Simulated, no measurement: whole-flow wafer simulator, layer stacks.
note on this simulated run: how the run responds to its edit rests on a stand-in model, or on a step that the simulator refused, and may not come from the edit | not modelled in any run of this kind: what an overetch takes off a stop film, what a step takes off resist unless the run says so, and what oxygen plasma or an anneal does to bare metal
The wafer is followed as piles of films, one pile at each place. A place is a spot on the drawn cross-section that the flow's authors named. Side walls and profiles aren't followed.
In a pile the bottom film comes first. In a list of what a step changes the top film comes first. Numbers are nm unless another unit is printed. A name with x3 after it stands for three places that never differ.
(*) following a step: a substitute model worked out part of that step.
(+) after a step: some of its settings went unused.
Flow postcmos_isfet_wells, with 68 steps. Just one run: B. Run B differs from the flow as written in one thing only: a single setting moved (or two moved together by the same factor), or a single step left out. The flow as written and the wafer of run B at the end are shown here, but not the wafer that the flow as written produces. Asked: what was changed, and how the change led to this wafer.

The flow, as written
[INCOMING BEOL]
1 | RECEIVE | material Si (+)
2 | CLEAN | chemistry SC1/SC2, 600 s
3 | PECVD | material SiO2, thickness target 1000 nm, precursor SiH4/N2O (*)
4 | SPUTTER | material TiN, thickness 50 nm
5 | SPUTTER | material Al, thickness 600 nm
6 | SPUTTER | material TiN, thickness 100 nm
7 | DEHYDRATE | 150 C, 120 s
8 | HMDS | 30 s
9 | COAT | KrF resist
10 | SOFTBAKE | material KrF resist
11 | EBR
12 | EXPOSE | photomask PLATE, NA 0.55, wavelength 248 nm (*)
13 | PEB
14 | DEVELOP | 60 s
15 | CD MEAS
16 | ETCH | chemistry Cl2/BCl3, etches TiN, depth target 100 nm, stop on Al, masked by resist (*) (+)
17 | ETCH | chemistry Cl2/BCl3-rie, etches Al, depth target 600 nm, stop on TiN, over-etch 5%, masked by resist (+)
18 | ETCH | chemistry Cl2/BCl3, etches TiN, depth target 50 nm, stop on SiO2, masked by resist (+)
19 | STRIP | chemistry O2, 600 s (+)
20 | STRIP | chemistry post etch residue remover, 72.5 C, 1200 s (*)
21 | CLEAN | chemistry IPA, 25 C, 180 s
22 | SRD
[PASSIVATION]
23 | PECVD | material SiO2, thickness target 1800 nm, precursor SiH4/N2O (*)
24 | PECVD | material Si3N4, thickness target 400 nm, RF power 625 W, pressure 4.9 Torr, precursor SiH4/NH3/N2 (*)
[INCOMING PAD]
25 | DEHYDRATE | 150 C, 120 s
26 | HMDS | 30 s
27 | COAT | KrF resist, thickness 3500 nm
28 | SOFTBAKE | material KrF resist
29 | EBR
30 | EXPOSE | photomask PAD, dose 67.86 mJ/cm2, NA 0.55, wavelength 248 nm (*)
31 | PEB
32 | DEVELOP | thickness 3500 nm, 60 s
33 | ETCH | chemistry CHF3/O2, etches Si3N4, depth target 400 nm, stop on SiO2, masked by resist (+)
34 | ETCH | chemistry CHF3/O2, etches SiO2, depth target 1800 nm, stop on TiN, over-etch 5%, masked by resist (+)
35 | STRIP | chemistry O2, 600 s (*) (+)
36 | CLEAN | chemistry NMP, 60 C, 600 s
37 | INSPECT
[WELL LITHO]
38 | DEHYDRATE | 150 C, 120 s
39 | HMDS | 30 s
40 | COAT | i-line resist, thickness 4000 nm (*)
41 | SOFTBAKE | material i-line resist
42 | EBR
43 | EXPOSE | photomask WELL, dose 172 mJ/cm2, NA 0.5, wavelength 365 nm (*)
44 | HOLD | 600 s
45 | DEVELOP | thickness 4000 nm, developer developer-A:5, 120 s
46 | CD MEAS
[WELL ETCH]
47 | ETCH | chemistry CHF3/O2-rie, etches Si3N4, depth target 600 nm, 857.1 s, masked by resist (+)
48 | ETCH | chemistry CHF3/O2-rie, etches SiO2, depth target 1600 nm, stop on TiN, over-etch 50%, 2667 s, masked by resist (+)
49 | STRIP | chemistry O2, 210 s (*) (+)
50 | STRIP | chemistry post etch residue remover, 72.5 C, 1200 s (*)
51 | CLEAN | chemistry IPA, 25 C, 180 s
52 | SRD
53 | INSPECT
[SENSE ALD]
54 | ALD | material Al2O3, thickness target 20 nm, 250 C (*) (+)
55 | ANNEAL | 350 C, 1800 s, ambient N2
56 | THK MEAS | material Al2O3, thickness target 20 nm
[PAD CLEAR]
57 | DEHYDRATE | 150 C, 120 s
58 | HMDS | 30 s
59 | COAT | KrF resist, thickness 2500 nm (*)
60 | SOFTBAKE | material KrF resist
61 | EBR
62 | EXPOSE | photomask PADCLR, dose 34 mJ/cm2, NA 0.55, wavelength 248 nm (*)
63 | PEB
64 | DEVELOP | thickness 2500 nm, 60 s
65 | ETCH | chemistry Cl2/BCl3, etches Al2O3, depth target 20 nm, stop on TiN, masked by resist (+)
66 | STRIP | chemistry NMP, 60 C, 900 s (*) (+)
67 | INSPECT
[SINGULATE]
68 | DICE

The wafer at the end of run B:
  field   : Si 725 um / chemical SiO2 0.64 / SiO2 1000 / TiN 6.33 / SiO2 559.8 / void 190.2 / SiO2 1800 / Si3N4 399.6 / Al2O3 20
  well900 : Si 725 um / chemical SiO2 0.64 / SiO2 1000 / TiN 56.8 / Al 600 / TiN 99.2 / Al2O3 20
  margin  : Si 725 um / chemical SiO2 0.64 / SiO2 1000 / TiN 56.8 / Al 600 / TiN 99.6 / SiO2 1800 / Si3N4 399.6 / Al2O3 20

Cause: step 4, SPUTTER: thickness 56.75 nm was run, whereas the flow has thickness 50 nm.
The wafer itself shows it: well900 has TiN 56.8, and step 4 as written asks for 50 nm.

The path from the change to this, step by step:
  4 | SPUTTER | material TiN, thickness 50 nm
      field, margin, well900, well1300 x3, pad_rim, pad_clr, pad_open: TiN gains 56.8 (new film) (in the flow as written it would be: TiN gains 50 (new film))
  18 | ETCH | chemistry Cl2/BCl3, etches TiN, depth target 50 nm, stop on SiO2, masked by resist (+)
      field: TiN loses 50 (in the flow as written it would be: TiN loses 50 (all of it))
  23 | PECVD | material SiO2, thickness target 1800 nm, precursor SiH4/N2O (*)
      field: SiO2 gains 1800 (new film), void gains 190.2 (new film), SiO2 gains 559.8 (new film) (in the flow as written it would be: SiO2 gains 1800 (new film), void gains 189.9 (new film), SiO2 gains 559.7)
If metal films that touch count as one body, field has 1 body; the flow as written gives 0 bodies.
